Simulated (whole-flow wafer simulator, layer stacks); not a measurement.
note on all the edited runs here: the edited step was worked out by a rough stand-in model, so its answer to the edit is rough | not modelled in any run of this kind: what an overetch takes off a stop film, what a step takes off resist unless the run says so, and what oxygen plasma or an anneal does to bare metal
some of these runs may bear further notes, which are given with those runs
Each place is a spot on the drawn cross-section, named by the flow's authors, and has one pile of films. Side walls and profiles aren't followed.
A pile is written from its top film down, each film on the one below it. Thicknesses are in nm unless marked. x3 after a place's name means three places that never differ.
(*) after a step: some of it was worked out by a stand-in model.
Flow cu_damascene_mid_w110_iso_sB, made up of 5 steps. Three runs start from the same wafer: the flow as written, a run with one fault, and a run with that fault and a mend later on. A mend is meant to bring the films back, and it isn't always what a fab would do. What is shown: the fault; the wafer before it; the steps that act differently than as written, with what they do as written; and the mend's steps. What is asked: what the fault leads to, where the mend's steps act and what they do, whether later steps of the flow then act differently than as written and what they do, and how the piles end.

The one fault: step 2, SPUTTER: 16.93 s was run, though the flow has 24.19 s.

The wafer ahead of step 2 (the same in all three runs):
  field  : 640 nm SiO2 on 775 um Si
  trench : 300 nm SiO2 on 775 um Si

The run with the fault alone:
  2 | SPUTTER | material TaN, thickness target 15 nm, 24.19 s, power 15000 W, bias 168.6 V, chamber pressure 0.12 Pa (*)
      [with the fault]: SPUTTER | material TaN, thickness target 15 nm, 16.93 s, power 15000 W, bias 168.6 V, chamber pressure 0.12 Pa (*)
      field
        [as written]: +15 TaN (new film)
        [with the fault]: +10.5 TaN (new film)
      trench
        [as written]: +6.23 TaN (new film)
        [with the fault]: +4.36 TaN (new film)
  Every later step of the flow that is run acts as written, at every place that is followed, to within 2% or 0.5 nm, whichever is larger.
  By the end, the piles at field, trench depart from the flow's by more than 2% or 0.5 nm, whichever is larger.
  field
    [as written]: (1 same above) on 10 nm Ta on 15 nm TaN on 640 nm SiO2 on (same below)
    [with the fault]: (1 same above) on 10 nm Ta on 10.5 nm TaN on 640 nm SiO2 on (same below)
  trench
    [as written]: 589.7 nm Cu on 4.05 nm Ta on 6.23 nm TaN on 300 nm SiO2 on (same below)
    [with the fault]: 587 nm Cu on 4.1 nm Ta on 4.36 nm TaN on 300 nm SiO2 on (same below)

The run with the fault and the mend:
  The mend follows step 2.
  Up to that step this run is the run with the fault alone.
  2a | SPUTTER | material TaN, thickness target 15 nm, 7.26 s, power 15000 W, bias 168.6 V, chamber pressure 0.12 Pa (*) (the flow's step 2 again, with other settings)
      field
        +4.5 TaN
      trench
        +1.8 TaN
  Every later step of the flow that is run acts as written, at every place that is followed, to within 2% or 0.5 nm, whichever is larger.
  The piles end only slightly different from the flow's at the places that both follow, by no more than 2% or 0.5 nm, whichever is larger.
